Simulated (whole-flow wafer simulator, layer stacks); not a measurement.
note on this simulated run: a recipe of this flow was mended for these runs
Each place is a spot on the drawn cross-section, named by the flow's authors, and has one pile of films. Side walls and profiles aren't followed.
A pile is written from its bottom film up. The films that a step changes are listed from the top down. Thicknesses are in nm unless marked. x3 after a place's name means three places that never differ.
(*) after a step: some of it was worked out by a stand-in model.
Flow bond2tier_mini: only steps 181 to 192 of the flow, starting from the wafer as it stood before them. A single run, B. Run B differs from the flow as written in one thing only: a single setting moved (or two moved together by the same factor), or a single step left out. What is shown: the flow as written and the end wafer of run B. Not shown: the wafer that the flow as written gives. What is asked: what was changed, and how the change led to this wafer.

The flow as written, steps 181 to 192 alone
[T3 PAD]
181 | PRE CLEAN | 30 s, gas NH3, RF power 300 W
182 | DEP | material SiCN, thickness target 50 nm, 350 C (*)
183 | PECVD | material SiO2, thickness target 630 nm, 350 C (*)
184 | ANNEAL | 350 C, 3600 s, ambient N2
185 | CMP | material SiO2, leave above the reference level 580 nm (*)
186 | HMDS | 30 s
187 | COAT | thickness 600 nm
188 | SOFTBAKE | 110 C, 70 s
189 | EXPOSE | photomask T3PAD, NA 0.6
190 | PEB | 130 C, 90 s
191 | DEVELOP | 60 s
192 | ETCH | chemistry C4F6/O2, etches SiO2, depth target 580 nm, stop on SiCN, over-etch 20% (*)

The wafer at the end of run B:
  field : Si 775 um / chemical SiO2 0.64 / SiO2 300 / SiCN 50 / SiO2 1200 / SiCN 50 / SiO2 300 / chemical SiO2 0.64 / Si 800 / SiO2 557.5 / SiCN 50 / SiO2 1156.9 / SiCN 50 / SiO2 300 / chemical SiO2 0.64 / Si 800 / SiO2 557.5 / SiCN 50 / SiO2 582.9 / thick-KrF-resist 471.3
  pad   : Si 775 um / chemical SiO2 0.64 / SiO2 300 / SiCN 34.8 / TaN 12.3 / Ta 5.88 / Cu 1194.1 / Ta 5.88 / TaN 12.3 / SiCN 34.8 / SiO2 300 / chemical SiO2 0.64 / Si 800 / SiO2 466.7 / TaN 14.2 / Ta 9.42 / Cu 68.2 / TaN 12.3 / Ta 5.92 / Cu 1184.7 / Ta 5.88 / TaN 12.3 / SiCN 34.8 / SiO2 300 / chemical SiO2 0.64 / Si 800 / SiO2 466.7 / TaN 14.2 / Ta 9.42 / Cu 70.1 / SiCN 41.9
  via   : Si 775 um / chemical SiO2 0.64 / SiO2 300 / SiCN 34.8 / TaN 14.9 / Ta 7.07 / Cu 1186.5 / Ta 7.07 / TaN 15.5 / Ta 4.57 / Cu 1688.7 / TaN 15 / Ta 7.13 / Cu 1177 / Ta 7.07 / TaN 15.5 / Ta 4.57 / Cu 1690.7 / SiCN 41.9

Cause: step 192, ETCH: over-etch 8.25% was run, though the flow has over-etch 20%.

Step by step, how the change led to this:
  192 | ETCH | chemistry C4F6/O2, etches SiO2, depth target 580 nm, stop on SiCN, over-etch 20% (*)
      pad, via: -580 SiO2 (all of it), -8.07 SiCN (as written it would have been: -580 SiO2 (all of it), -19.6 SiCN)
      field: -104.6 thick-KrF-resist (as written it would have been: -116 thick-KrF-resist)
